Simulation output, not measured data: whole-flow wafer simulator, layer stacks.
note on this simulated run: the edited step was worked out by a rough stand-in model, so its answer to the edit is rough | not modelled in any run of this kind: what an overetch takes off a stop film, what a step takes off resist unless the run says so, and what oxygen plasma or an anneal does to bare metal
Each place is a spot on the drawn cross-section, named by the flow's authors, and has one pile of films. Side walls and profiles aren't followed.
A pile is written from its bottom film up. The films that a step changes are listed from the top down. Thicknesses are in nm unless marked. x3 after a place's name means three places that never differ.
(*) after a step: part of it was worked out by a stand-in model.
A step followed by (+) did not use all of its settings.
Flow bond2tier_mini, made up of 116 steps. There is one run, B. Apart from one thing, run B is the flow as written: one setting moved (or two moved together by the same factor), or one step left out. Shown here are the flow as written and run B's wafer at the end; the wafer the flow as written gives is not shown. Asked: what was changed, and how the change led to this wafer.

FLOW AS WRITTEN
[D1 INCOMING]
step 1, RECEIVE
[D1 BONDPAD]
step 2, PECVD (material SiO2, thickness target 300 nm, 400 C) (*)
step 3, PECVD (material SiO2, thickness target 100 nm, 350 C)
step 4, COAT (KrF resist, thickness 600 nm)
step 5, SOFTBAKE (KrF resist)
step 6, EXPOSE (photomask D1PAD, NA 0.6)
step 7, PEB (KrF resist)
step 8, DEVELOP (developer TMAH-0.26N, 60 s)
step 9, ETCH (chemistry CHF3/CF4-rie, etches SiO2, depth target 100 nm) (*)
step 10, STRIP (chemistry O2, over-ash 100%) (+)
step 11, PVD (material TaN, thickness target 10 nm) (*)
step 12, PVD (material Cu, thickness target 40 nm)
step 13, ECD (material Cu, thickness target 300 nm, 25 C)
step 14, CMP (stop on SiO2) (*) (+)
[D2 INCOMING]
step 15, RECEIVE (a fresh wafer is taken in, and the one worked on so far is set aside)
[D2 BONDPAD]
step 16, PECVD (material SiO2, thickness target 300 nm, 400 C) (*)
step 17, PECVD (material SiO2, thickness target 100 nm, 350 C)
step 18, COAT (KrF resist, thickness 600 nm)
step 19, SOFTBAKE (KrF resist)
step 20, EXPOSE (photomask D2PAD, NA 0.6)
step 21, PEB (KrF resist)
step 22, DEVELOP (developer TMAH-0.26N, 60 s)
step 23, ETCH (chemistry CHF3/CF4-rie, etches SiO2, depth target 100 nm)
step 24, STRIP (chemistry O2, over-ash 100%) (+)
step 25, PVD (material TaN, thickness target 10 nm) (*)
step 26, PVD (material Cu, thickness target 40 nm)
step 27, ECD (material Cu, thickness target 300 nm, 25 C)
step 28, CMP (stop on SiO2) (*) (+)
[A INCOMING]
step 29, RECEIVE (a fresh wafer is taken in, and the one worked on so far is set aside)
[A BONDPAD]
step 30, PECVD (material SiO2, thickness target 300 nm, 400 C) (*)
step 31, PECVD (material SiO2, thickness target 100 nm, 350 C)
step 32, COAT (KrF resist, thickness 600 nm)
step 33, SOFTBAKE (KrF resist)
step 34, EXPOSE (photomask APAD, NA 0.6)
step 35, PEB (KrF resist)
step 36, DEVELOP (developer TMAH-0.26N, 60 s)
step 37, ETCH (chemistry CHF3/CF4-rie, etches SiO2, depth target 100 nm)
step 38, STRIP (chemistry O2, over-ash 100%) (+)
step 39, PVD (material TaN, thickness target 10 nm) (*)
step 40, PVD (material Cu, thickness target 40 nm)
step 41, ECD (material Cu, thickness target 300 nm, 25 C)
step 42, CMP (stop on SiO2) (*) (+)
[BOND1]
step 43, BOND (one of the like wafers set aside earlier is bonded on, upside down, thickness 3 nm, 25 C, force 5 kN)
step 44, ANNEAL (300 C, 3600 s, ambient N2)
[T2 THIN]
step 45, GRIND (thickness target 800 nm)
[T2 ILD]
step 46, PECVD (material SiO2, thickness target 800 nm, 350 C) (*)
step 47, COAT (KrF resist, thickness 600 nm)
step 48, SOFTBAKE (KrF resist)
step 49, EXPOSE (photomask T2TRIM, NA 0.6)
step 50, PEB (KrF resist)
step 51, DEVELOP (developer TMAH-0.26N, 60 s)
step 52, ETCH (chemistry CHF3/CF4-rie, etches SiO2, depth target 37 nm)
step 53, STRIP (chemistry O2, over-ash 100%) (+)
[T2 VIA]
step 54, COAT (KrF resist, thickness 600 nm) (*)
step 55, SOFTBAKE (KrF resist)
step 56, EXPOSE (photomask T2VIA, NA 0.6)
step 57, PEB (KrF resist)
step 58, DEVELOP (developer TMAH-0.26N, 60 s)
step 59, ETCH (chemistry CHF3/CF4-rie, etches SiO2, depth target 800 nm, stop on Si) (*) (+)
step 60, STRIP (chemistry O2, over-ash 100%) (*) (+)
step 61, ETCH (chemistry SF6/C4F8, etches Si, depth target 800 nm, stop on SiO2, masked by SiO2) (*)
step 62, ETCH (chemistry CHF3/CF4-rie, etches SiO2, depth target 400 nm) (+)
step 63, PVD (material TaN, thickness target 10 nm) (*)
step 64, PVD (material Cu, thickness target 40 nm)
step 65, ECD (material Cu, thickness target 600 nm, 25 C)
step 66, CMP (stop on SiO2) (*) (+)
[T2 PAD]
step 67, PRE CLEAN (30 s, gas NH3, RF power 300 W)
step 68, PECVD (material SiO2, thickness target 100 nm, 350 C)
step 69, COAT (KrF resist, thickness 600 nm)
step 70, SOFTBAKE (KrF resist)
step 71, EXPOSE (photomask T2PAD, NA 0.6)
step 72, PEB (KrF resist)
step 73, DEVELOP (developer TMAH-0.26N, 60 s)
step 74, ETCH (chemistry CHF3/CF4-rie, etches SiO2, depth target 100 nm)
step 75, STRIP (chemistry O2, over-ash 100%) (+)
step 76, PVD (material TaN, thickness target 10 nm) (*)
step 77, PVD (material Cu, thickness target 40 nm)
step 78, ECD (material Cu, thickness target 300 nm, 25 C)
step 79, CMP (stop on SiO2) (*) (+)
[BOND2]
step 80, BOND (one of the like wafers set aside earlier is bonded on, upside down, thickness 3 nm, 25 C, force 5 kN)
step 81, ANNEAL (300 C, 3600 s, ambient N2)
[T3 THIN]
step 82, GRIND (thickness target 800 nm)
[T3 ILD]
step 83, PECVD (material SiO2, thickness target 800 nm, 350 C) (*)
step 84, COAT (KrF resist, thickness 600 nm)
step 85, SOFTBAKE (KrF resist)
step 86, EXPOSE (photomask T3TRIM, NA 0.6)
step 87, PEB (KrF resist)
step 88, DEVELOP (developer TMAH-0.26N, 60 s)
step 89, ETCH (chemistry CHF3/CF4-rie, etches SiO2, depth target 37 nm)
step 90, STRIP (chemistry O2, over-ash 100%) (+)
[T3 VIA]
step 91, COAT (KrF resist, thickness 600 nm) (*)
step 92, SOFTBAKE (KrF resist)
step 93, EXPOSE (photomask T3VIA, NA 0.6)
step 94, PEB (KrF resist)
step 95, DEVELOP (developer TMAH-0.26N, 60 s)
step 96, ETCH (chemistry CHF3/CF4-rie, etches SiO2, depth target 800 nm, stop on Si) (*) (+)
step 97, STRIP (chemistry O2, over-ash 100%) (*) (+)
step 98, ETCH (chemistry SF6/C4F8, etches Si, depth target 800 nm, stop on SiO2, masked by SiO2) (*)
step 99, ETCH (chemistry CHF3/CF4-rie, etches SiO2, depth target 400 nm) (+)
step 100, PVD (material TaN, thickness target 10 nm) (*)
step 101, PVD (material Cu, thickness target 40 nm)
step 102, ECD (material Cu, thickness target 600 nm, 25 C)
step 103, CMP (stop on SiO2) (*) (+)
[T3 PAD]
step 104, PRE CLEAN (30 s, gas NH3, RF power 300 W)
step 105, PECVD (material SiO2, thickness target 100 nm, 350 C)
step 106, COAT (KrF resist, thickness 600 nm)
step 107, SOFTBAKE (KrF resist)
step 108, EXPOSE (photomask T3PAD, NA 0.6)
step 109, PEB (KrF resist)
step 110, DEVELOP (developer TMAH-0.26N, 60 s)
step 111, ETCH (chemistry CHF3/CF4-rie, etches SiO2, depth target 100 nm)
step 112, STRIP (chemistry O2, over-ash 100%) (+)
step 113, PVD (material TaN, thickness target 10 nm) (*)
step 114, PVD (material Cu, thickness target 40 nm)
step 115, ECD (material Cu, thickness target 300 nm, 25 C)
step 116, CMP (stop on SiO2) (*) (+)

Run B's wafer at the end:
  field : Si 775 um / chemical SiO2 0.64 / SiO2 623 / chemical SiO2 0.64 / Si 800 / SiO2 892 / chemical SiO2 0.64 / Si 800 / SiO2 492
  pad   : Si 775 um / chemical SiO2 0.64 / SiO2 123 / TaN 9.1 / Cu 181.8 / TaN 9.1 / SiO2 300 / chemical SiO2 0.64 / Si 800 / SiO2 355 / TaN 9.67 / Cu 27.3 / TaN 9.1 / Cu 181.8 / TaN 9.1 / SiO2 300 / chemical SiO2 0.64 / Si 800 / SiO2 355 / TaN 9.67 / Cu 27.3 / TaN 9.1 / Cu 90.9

What caused this: step 30, PECVD: thickness target 123 nm was run, whereas the flow has thickness target 300 nm.
One can read it off the wafer: pad has SiO2 123, and step 30 as written asks for 300 nm.

Step by step, how the change led to this:
  step 30, PECVD (material SiO2, thickness target 300 nm, 400 C) (*)
      field, pad, via: +123 SiO2 (new film) (as written it would have been: +300 SiO2 (new film))
